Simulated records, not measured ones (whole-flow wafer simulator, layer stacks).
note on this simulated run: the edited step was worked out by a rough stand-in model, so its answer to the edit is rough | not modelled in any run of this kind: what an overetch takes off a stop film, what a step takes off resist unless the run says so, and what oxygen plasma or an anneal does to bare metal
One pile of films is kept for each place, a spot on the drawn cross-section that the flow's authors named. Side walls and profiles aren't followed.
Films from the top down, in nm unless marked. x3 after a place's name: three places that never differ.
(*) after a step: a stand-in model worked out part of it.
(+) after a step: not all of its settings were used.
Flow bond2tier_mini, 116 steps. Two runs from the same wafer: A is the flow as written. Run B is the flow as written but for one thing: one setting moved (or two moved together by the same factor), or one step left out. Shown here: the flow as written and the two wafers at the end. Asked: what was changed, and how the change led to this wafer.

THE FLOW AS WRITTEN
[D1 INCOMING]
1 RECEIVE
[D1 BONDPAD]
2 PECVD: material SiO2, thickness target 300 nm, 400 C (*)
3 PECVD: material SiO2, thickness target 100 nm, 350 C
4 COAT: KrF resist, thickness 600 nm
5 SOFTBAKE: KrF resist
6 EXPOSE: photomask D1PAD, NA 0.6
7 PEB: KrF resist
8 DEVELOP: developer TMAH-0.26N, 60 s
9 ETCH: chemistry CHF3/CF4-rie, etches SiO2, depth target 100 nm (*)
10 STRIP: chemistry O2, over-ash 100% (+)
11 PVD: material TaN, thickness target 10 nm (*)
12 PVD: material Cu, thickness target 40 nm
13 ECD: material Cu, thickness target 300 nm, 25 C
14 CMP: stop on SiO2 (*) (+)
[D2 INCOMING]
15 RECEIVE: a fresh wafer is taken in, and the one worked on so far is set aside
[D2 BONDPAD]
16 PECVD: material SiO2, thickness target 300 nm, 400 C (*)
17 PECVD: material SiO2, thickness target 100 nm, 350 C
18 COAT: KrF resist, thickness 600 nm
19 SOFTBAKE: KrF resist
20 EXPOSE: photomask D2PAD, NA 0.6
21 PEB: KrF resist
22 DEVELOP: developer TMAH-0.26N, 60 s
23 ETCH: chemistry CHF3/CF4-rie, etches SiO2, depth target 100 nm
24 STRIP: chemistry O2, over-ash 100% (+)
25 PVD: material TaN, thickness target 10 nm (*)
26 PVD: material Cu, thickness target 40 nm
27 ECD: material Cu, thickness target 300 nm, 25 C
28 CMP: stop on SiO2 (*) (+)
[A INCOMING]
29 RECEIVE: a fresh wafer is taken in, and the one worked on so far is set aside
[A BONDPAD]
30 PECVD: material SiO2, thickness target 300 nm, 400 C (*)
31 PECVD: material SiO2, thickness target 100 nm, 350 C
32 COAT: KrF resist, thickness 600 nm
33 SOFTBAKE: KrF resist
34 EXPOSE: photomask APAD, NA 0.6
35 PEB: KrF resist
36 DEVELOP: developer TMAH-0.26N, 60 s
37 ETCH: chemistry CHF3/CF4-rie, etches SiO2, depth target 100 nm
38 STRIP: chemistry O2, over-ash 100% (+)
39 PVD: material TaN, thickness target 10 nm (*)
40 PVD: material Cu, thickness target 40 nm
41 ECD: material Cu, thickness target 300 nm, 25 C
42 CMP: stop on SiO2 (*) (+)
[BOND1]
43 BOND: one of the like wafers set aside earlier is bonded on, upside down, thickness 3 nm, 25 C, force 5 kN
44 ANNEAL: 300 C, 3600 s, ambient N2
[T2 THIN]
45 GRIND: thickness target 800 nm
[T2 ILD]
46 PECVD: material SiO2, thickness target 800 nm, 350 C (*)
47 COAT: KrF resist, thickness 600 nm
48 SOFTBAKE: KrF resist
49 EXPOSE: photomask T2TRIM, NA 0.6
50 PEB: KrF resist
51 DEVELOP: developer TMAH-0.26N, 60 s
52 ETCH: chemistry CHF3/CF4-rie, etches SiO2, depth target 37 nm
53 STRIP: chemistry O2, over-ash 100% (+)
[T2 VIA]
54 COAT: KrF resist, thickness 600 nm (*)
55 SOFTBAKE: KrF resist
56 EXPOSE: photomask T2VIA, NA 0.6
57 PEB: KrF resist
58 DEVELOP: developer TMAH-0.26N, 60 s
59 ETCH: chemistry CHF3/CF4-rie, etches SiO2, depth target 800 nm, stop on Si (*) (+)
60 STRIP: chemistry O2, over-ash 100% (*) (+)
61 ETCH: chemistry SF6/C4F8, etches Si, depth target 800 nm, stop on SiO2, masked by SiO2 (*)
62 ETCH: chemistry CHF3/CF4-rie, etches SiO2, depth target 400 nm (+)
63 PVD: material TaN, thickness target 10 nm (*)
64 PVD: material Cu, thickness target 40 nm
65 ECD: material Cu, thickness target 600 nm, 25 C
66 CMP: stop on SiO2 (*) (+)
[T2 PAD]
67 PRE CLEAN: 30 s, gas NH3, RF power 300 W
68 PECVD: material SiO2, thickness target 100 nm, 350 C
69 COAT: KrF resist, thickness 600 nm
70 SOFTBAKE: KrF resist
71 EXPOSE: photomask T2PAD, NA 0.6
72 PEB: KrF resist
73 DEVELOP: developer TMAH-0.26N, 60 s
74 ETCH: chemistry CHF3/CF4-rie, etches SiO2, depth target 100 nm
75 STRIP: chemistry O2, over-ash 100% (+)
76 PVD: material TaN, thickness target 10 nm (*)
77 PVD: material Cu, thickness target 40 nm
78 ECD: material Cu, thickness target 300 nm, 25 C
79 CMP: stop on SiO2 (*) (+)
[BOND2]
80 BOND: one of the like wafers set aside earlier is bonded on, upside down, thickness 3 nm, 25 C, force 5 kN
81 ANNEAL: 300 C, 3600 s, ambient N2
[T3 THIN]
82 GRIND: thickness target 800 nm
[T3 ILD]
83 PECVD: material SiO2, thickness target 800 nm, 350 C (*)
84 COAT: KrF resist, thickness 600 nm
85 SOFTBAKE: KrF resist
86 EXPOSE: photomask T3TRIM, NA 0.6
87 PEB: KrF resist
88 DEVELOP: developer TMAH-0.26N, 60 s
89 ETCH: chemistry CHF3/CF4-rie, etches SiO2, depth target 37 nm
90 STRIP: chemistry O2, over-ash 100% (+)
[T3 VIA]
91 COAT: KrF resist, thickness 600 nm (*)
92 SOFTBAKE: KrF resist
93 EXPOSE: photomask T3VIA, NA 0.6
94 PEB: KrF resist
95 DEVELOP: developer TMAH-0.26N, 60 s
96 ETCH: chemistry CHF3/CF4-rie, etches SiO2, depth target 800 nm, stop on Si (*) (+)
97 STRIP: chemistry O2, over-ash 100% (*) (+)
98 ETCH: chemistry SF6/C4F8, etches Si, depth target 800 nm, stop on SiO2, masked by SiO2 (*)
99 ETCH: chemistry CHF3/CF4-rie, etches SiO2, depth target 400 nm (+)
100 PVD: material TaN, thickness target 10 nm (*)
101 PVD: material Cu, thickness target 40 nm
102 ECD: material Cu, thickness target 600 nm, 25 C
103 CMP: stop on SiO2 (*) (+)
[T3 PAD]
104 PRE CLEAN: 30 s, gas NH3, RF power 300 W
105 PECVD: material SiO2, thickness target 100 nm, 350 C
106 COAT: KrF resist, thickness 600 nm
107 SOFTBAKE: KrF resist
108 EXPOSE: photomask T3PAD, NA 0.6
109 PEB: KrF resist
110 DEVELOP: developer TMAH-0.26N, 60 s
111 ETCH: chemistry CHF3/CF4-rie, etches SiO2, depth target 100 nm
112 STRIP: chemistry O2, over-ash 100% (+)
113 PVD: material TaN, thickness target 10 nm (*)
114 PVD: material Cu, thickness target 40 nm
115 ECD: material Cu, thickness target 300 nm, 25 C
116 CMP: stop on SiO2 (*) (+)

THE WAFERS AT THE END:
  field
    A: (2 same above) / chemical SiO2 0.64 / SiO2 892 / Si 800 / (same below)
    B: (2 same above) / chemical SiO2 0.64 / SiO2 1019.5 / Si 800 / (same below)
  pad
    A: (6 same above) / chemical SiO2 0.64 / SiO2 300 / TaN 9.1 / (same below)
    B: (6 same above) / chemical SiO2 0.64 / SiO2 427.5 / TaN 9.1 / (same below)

The cause: step 16, PECVD: thickness target 427.5 nm was run, where the flow has thickness target 300 nm.
It can be read off the wafer: pad has SiO2 427.5, and step 16 as written asks for 300 nm.

How the change led to this, step by step:
  16 PECVD: material SiO2, thickness target 300 nm, 400 C (*)
      field, pad, via: A SiO2 +300 (new film) | B SiO2 +427.5 (new film)
  80 BOND: one of the like wafers set aside earlier is bonded on, upside down, thickness 3 nm, 25 C, force 5 kN
      field: A Si +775 um (new film), chemical SiO2 +0.64 (new film), SiO2 +400 | B Si +775 um (new film), chemical SiO2 +0.64 (new film), SiO2 +527.5
      pad: A Si +775 um (new film), chemical SiO2 +0.64 (new film), SiO2 +300 (new film), TaN +9.1 (new film), Cu +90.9 | B Si +775 um (new film), chemical SiO2 +0.64 (new film), SiO2 +427.5 (new film), TaN +9.1 (new film), Cu +90.9
